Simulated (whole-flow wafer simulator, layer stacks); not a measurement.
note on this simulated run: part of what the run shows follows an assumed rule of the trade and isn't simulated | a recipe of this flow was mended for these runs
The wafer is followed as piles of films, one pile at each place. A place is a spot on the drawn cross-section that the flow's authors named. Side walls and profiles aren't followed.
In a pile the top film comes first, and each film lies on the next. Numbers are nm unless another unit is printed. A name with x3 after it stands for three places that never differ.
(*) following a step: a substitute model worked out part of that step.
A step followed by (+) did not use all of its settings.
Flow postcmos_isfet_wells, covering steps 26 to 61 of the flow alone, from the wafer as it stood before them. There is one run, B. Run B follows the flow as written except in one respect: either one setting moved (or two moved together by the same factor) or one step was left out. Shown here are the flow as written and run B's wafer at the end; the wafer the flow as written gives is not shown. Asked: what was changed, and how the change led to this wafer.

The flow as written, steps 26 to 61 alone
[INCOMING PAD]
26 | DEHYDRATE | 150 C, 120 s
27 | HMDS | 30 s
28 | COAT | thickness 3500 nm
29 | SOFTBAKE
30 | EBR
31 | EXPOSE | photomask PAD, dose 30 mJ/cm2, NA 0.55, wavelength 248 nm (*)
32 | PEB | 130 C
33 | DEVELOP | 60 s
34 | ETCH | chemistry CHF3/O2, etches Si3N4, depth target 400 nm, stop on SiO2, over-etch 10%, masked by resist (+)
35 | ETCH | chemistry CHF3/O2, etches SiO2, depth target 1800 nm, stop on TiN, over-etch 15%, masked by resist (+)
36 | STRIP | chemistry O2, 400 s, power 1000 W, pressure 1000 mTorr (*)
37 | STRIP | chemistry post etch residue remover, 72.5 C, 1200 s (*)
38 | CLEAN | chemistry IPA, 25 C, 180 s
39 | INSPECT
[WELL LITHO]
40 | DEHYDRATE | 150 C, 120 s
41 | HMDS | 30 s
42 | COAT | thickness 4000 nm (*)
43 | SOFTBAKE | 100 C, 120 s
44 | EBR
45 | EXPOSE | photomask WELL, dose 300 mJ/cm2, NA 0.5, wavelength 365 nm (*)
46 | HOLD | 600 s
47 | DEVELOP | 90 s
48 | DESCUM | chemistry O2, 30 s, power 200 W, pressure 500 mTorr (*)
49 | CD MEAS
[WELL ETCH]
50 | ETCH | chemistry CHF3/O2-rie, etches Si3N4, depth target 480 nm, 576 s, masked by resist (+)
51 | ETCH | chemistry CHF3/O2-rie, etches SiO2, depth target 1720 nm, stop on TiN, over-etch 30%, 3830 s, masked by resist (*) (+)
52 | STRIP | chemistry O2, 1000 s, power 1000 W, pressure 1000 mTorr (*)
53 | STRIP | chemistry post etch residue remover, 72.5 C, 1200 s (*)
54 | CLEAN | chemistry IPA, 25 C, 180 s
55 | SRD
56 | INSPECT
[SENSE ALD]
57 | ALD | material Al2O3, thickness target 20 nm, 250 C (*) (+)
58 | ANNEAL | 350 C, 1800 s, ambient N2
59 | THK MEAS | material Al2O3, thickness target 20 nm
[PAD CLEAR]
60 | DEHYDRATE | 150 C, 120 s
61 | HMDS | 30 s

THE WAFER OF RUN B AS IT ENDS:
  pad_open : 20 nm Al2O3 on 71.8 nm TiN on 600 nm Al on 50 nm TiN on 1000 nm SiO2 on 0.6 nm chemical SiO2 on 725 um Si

What caused this: step 34, ETCH: depth target 460 nm was run, though the flow has depth target 400 nm.

The path from the change to this, step by step:
  34 | ETCH | chemistry CHF3/O2, etches Si3N4, depth target 400 nm, stop on SiO2, over-etch 10%, masked by resist (+)
      field, margin x2, well900 x4, pad_clr: thick-KrF-resist loses 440 (as written it would have been: thick-KrF-resist loses 382.6)
      pad_open: Si3N4 loses 400 (all of it), SiO2 loses 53 (as written it would have been: Si3N4 loses 400 (all of it), SiO2 loses 20)
  35 | ETCH | chemistry CHF3/O2, etches SiO2, depth target 1800 nm, stop on TiN, over-etch 15%, masked by resist (+)
      pad_open: SiO2 loses 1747 (all of it), TiN loses 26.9 (as written it would have been: SiO2 loses 1780 (all of it), TiN loses 24.2)
